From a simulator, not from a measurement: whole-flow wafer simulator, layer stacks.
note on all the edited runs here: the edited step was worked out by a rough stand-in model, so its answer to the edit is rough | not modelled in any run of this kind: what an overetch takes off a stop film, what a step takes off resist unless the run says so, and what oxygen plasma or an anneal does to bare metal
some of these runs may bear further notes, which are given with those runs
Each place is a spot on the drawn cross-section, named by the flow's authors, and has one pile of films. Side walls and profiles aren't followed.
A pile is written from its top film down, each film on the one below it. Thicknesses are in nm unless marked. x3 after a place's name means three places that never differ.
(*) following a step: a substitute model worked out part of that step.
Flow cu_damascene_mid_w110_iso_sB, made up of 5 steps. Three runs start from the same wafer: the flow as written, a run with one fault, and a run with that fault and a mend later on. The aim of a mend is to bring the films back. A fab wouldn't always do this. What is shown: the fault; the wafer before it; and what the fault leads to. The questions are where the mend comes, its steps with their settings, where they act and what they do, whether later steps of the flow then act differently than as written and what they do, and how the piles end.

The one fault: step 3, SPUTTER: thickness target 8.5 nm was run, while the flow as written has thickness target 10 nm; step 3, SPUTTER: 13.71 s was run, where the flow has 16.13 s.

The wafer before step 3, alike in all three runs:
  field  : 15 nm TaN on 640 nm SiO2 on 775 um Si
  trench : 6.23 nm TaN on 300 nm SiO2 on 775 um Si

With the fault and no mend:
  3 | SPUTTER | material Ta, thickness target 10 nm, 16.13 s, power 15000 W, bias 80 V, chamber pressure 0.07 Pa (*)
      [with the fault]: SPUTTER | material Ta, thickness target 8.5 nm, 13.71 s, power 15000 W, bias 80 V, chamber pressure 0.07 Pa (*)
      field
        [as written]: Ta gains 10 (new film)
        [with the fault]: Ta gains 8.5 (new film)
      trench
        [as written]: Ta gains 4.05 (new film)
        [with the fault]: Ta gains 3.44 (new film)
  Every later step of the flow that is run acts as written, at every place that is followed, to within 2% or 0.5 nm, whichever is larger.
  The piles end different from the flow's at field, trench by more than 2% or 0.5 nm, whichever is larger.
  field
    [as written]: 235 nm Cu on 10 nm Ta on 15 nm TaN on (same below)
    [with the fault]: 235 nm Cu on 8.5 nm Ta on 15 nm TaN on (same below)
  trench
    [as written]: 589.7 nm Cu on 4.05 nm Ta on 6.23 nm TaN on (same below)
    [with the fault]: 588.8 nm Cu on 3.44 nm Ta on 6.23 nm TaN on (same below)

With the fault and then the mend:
  The mend follows step 3.
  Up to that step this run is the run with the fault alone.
  3a | SPUTTER | material Ta, thickness target 1.5 nm, 2.42 s, power 15000 W, bias 80 V, chamber pressure 0.07 Pa (*) (a further turn of the flow's step 3, with different settings)
      field
        Ta gains 1.5
      trench
        Ta gains 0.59
  Every later step of the flow that is run acts as written at every place that is followed.
  The piles end only slightly different from the flow's at the places that both follow, by no more than 2% or 0.5 nm, whichever is larger.
